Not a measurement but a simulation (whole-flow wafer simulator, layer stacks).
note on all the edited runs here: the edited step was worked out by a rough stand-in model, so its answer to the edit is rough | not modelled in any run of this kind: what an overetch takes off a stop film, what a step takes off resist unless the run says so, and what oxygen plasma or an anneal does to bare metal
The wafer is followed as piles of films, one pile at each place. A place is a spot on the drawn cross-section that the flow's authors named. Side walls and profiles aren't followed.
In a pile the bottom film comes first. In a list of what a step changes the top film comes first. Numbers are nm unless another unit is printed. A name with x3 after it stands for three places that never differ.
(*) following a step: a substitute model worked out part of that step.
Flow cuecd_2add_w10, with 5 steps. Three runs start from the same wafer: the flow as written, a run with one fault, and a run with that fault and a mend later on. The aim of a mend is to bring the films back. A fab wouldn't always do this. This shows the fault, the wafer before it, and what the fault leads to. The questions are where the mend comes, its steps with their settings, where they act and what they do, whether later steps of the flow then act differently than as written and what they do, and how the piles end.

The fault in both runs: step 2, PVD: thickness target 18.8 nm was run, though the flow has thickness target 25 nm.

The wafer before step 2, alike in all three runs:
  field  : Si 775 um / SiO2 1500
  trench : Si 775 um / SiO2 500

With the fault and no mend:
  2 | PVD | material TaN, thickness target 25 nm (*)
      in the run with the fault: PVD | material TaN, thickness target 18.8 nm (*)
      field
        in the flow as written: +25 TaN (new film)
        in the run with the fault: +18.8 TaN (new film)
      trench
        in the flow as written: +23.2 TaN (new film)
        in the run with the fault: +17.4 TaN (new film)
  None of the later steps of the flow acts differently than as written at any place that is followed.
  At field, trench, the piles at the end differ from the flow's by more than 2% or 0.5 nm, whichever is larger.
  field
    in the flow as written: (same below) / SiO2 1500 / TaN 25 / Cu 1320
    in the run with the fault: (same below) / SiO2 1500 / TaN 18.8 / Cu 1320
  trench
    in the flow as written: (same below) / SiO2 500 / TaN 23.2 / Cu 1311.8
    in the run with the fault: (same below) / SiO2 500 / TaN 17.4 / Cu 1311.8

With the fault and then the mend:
  The mend stands after step 2.
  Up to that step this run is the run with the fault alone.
  2a | PVD | material TaN, thickness target 6.2 nm (*) (the flow's step 2 again, with other settings)
      field
        +6.2 TaN
      trench
        +5.75 TaN
  None of the later steps of the flow acts differently than as written at any place that is followed.
  The piles end the same as the flow's at every place that both follow.
